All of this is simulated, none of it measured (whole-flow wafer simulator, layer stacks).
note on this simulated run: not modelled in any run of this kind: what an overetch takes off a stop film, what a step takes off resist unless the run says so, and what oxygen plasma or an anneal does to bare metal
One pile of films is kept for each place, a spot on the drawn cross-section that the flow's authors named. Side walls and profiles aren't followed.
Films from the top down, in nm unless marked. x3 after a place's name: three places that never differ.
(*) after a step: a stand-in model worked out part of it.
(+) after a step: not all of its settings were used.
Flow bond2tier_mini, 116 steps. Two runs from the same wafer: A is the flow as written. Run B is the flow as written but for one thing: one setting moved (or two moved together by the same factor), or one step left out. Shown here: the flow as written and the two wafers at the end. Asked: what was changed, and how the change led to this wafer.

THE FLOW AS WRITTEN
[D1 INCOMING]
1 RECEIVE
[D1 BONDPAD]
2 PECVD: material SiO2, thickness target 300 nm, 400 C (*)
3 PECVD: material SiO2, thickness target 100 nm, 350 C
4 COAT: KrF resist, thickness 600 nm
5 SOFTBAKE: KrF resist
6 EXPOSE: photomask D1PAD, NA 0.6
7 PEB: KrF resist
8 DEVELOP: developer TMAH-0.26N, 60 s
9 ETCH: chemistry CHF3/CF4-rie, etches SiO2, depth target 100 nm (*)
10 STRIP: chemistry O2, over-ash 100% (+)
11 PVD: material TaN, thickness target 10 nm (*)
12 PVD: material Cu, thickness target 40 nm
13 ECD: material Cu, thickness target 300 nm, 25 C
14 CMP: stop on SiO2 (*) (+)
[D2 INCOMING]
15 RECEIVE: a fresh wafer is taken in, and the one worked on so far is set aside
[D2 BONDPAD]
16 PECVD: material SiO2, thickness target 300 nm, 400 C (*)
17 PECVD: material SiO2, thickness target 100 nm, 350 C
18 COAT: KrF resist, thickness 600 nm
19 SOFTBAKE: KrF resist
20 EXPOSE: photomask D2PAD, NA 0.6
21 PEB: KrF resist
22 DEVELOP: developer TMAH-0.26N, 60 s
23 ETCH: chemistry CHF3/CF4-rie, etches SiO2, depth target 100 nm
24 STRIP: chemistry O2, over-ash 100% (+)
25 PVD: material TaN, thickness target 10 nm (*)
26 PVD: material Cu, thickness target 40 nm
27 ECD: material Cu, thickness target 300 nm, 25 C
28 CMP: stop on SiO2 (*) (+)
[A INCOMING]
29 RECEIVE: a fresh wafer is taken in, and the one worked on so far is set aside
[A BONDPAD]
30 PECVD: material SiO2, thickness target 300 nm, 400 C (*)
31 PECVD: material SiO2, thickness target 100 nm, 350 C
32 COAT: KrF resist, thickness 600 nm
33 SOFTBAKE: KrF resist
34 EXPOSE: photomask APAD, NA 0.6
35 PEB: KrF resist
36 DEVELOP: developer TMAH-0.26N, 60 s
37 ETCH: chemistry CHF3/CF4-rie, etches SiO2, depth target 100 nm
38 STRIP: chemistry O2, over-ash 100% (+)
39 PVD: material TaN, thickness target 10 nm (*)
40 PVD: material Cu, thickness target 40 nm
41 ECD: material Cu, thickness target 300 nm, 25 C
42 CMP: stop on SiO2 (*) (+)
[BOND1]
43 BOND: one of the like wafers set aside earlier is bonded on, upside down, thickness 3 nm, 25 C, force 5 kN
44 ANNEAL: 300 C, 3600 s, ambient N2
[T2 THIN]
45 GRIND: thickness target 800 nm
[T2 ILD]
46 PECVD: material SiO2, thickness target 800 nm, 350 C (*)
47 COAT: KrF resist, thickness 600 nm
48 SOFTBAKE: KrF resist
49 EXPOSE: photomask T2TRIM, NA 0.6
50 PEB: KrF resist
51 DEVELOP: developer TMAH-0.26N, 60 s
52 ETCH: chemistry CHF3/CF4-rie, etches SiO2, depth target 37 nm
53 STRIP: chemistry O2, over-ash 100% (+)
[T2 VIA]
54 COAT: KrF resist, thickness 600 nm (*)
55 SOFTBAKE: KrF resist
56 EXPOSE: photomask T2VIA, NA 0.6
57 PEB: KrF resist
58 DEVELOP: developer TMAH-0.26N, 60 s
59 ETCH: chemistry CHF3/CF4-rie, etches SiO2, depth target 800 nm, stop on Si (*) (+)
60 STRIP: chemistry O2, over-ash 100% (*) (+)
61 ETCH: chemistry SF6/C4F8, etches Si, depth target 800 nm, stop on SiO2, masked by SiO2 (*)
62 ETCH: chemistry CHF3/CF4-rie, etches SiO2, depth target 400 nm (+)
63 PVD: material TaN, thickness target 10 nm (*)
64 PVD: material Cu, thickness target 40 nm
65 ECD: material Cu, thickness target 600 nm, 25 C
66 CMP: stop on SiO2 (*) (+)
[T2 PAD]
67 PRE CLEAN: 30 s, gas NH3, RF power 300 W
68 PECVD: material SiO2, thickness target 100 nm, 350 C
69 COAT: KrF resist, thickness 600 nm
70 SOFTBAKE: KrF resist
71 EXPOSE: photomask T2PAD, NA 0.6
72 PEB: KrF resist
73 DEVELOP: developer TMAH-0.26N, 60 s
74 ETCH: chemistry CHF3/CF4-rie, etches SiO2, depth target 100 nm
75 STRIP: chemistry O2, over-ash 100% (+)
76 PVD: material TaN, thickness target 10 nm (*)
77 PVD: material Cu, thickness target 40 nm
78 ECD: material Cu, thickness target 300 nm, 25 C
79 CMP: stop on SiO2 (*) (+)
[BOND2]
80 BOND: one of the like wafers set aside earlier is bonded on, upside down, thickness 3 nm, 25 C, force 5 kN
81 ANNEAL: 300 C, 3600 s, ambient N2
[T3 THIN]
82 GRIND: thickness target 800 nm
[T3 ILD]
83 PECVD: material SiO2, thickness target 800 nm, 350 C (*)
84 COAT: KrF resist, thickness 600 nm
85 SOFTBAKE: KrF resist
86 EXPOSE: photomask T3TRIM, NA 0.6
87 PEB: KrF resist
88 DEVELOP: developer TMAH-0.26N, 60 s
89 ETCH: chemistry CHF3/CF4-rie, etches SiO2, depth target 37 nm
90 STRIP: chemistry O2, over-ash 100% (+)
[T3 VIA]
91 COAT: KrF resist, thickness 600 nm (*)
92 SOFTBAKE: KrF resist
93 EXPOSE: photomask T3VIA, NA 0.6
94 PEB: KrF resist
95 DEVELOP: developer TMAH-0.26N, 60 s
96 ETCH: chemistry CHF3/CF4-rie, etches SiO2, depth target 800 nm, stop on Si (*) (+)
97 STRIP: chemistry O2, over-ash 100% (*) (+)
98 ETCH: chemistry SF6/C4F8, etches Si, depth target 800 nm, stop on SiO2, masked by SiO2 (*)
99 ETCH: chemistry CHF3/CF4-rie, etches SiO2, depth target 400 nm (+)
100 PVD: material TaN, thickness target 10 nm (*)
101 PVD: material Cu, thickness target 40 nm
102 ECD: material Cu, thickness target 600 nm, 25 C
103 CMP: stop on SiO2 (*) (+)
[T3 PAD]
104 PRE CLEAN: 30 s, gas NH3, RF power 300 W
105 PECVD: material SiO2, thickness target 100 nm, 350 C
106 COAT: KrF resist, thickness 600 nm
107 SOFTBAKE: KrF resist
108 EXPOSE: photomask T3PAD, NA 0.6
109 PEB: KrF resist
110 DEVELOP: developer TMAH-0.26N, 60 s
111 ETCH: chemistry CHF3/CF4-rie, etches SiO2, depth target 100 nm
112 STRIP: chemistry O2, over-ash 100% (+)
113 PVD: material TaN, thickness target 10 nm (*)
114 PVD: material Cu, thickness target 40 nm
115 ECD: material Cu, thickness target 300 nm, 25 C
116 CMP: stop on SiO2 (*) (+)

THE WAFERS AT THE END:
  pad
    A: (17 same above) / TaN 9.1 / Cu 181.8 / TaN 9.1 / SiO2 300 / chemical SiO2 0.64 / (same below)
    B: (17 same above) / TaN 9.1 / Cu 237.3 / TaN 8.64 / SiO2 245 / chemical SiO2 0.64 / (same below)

The cause: step 37, ETCH: depth target 155 nm was run, where the flow has depth target 100 nm.

How the change led to this, step by step:
  37 ETCH: chemistry CHF3/CF4-rie, etches SiO2, depth target 100 nm
      pad, via: A SiO2 -100 | B SiO2 -155
      field: A KrF resist -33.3 | B KrF resist -51.7
  38 STRIP: chemistry O2, over-ash 100% (+)
      field: A KrF resist -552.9 (all of it) | B KrF resist -534.6 (all of it)
  40 PVD: material Cu, thickness target 40 nm
      pad: A Cu +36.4 (new film) | B Cu +34.6 (new film)
  41 ECD: material Cu, thickness target 300 nm, 25 C
      pad: A Cu +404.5 | B Cu +461.8
      via: A Cu +400.2 | B Cu +455.6
